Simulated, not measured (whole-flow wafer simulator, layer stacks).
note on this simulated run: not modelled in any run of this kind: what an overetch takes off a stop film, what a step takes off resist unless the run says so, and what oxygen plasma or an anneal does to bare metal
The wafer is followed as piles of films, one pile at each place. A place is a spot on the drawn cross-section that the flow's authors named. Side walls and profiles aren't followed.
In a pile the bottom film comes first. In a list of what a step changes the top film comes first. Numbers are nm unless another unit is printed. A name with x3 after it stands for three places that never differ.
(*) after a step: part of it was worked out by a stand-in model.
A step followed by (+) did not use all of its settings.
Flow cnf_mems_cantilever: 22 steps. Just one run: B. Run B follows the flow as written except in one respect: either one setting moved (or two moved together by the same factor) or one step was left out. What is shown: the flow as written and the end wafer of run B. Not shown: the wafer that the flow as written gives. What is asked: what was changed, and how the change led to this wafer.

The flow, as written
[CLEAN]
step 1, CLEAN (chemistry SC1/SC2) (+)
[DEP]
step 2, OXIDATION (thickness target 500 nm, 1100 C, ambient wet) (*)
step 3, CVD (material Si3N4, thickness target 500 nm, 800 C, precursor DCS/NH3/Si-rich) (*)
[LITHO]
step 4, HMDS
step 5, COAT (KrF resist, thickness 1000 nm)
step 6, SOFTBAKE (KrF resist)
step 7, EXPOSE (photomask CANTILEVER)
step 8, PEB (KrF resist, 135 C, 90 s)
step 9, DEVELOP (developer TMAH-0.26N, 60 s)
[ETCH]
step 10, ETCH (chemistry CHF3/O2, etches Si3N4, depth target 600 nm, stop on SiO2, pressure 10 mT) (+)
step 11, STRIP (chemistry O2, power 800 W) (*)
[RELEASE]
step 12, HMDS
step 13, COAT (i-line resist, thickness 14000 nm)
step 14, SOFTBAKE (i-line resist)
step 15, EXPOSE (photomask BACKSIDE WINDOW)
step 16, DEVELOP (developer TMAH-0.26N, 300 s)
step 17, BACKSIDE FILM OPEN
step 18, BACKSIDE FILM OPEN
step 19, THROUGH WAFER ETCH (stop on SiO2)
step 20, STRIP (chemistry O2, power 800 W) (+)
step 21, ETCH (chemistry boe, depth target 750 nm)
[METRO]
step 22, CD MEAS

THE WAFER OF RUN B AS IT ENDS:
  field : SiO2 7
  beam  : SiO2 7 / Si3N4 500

The reason: step 21, ETCH: depth target 493 nm was run, while the flow as written has depth target 750 nm.

Step by step, how the change led to this:
  step 21, ETCH (chemistry boe, depth target 750 nm)
      field: SiO2 loses 493 (as written it would have been: SiO2 loses 500 (all of it))
      beam: under 1 film: SiO2 loses 493 (as written it would have been: under 1 film: SiO2 loses 500 (all of it))
